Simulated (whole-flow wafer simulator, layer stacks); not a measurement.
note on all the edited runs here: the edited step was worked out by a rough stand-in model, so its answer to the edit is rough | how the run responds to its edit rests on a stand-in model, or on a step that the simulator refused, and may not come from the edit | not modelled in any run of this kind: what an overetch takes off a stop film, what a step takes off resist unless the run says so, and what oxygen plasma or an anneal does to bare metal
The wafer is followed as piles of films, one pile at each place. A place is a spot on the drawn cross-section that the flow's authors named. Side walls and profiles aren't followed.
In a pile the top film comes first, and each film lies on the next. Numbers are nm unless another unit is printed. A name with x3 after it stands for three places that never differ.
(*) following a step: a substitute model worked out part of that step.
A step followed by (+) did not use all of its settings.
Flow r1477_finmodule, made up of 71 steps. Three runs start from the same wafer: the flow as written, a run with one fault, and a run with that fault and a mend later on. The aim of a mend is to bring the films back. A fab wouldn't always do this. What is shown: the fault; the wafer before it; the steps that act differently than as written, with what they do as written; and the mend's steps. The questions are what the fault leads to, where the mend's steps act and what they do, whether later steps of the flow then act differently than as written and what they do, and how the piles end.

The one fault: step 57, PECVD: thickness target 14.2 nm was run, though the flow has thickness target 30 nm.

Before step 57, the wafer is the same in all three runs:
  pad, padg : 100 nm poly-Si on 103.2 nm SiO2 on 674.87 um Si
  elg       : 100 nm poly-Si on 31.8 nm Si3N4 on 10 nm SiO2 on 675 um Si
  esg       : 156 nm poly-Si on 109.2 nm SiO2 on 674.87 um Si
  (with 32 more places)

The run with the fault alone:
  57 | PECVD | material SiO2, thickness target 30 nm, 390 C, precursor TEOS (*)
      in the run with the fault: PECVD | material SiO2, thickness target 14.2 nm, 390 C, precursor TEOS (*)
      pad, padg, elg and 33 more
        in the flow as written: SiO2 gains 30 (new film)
        in the run with the fault: SiO2 gains 14.2 (new film)
  Steps further on in the flow that do not act as written (3 other steps are not shown; they differ only slightly, by no more than 2% or 0.5 nm, whichever is larger):
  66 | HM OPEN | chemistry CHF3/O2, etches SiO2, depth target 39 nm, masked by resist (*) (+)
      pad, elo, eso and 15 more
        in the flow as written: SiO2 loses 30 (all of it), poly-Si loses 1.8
        in the run with the fault: SiO2 loses 14.2 (all of it), poly-Si loses 1.42
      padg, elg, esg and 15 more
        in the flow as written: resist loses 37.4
        in the run with the fault: resist loses 20.4
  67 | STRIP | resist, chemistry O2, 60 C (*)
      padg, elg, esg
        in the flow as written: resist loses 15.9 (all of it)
        in the run with the fault: resist loses 32.9 (all of it)
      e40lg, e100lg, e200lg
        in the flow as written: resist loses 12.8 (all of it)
        in the run with the fault: resist loses 29.7 (all of it)
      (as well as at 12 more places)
  At padg, elg, esg and 15 more, the piles at the end differ from the flow's by more than 2% or 0.5 nm, whichever is larger.
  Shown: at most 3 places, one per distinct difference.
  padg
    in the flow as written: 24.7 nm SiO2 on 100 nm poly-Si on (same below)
    in the run with the fault: 8.9 nm SiO2 on 100 nm poly-Si on (same below)
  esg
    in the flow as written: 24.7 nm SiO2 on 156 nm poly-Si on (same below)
    in the run with the fault: 8.9 nm SiO2 on 156 nm poly-Si on (same below)
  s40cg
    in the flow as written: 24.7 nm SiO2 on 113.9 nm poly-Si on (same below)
    in the run with the fault: 8.9 nm SiO2 on 113.9 nm poly-Si on (same below)

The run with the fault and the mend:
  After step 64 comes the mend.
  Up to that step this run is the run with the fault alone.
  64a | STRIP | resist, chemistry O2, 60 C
      padg, elg, esg
        resist loses 70 (all of it)
      e40lg, e100lg, e200lg
        resist loses 66.9 (all of it)
      s40sg, s45sg
        resist loses 91 (all of it)
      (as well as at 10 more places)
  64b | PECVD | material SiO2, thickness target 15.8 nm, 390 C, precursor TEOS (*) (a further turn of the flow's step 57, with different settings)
      pad, padg, elg and 33 more
        SiO2 gains 15.8
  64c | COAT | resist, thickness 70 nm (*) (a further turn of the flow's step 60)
      e40lg, e100lg, e200lg, elo, e40lo, e100lo, e200lo
        resist gains 66.9 (new film)
      pad, padg, elg, esg
        resist gains 70 (new film)
      s40sg, s45sg, s40so, s45so
        resist gains 91 (new film)
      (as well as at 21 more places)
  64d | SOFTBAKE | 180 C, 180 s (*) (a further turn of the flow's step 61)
      alters no film at any place that is followed
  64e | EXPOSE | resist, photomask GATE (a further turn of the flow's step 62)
      alters no film at any place that is followed
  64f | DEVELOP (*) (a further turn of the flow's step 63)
      elo, e40lo, e100lo, e200lo
        resist loses 66.9 (all of it)
      eso, e40so
        resist loses 129.5 (all of it)
      s40so, s45so
        resist loses 91 (all of it)
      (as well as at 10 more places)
  Later steps of the flow that are run all act as written at every place that is followed.
  The piles end the same as the flow's at every place that both follow.
